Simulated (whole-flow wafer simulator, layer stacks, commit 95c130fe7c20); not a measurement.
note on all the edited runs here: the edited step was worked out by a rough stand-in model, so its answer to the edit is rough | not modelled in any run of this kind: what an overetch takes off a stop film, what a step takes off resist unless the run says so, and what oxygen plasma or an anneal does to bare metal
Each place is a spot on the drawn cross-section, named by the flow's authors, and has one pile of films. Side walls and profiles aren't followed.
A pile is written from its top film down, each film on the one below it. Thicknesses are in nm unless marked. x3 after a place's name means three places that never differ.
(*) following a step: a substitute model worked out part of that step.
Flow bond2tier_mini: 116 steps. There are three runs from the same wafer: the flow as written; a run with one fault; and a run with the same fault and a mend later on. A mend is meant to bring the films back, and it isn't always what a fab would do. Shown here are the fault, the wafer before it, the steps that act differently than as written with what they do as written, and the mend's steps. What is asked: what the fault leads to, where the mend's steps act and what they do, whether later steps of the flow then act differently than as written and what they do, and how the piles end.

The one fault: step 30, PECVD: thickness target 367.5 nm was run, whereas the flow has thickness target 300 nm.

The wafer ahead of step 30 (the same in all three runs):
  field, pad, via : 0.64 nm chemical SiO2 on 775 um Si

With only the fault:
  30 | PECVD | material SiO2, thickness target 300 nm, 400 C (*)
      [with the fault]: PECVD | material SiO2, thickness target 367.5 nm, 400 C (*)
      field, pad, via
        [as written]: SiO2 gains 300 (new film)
        [with the fault]: SiO2 gains 367.5 (new film)
  None of the later steps of the flow acts differently than as written at any place that is followed.
  By the end, the piles at field, pad depart from the flow's by more than 2% or 0.5 nm, whichever is larger.
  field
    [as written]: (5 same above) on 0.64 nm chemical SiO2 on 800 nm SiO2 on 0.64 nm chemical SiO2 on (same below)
    [with the fault]: (5 same above) on 0.64 nm chemical SiO2 on 867.5 nm SiO2 on 0.64 nm chemical SiO2 on (same below)
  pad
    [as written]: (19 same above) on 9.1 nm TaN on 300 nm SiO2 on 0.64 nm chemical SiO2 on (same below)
    [with the fault]: (19 same above) on 9.1 nm TaN on 367.5 nm SiO2 on 0.64 nm chemical SiO2 on (same below)

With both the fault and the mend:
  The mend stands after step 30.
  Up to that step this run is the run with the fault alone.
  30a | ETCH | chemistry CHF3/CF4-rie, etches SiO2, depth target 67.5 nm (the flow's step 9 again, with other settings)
      field, pad, via
        SiO2 loses 67.5
  None of the later steps of the flow acts differently than as written at any place that is followed.
  By the end, the piles equal the flow's at every place that both follow.
